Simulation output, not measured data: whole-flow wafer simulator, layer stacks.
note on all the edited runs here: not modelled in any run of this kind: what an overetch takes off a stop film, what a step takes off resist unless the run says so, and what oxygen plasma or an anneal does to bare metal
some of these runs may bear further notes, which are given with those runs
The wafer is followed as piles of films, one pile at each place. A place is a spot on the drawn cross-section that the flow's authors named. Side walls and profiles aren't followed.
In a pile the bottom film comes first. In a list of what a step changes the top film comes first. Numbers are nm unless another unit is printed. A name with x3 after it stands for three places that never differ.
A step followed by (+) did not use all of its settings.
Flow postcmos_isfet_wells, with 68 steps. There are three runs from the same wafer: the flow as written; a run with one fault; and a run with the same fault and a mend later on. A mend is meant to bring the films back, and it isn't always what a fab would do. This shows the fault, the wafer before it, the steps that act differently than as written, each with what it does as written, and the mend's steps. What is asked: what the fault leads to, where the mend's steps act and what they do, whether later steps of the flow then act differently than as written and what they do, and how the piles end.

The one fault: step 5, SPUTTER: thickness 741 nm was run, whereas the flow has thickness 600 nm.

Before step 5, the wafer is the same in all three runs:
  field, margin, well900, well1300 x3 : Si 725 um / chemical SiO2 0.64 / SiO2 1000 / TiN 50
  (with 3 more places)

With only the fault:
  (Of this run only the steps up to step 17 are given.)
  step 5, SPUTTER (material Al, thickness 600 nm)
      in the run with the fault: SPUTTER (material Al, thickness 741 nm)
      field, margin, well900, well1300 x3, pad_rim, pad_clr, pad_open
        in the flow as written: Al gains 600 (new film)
        in the run with the fault: Al gains 741 (new film)
  Later steps of the flow acting differently than as written:
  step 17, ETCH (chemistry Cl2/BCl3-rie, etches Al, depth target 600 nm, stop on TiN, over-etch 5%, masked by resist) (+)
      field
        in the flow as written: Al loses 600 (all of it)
        in the run with the fault: Al loses 600
  After step 17, at field, margin, well900, well1300 x3, pad_rim, pad_clr, pad_open, the piles differ from the flow's by more than 2% or 0.5 nm, whichever is larger.
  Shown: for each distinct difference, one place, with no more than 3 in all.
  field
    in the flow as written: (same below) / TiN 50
    in the run with the fault: (same below) / TiN 50 / Al 141
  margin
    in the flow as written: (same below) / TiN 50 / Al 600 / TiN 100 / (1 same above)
    in the run with the fault: (same below) / TiN 50 / Al 741 / TiN 100 / (1 same above)

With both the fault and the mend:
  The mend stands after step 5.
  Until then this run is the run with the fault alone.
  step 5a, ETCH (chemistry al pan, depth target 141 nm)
      field, margin, well900, well1300 x3, pad_rim, pad_clr, pad_open
        Al loses 141
  Every later step of the flow that is run acts as written at every place that is followed.
  By the end, the piles equal the flow's at every place that both follow.
